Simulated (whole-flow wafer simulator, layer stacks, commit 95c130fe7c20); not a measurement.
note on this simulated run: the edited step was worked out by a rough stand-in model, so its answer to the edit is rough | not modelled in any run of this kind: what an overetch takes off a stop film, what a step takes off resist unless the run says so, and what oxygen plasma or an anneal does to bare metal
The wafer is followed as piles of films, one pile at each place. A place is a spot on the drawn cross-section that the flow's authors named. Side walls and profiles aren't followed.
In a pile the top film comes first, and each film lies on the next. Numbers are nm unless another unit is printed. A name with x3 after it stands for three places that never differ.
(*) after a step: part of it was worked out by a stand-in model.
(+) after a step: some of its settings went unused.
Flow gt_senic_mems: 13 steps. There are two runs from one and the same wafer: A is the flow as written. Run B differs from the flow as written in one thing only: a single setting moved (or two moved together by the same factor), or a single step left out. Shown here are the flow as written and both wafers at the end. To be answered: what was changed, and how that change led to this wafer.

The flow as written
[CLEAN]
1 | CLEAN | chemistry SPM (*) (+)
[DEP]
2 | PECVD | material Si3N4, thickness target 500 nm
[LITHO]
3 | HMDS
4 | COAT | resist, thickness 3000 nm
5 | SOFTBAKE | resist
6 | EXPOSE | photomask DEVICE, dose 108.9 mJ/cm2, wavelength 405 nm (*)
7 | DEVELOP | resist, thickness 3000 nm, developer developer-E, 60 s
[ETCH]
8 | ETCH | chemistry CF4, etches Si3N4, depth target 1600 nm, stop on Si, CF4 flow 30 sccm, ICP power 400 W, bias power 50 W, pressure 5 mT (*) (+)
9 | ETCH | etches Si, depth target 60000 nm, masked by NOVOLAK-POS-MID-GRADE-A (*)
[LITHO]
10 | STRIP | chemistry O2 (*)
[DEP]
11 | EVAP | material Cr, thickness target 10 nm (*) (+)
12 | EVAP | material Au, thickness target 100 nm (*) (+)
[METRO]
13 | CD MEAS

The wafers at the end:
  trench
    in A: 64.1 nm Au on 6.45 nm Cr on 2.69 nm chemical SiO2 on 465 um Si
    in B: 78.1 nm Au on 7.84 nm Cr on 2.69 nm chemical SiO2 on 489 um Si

Cause: step 9, ETCH: depth target 36000 nm was run, while the flow as written has depth target 60000 nm.

The path from the change to this, step by step:
  9 | ETCH | etches Si, depth target 60000 nm, masked by NOVOLAK-POS-MID-GRADE-A (*)
      field: A -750 resist | B -450 resist
      trench: A -60 um Si | B -36 um Si
  10 | STRIP | chemistry O2 (*)
      field: A -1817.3 resist (all of it) | B -2117.3 resist (all of it)
  11 | EVAP | material Cr, thickness target 10 nm (*) (+)
      trench: A +6.45 Cr (new film) | B +7.84 Cr (new film)
  12 | EVAP | material Au, thickness target 100 nm (*) (+)
      trench: A +64.1 Au (new film) | B +78.1 Au (new film)
